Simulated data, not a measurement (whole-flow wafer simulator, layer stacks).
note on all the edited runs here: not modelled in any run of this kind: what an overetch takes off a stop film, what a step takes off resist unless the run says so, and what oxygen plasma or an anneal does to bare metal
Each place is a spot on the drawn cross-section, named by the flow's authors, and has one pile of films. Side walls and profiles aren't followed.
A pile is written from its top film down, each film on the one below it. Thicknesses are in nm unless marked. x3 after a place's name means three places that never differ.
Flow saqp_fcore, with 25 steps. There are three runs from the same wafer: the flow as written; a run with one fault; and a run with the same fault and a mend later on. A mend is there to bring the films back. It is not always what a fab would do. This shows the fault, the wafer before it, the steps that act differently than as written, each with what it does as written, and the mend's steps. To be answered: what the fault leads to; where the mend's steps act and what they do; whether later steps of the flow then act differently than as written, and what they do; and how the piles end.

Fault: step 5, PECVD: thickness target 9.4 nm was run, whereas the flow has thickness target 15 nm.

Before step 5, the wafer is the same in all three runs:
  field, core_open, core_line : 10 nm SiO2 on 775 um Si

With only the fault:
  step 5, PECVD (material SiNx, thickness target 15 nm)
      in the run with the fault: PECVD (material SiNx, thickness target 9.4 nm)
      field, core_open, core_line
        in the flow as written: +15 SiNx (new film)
        in the run with the fault: +9.4 SiNx (new film)
  Later steps of the flow that are run all act as written at every place that is followed.
  By the end, the piles at field, core_open, core_line depart from the flow's by more than 2% or 0.5 nm, whichever is larger.
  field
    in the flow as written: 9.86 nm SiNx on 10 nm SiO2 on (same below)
    in the run with the fault: 4.26 nm SiNx on 10 nm SiO2 on (same below)
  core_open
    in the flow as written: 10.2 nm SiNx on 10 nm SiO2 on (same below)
    in the run with the fault: 4.58 nm SiNx on 10 nm SiO2 on (same below)
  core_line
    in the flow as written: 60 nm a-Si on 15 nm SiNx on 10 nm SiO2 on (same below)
    in the run with the fault: 60 nm a-Si on 9.4 nm SiNx on 10 nm SiO2 on (same below)

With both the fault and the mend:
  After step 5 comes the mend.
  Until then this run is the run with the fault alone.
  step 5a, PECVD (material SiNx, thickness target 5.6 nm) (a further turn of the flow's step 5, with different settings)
      field, core_open, core_line
        +5.6 SiNx
  Later steps of the flow that are run all act as written at every place that is followed.
  The piles end the same as the flow's at every place that both follow.
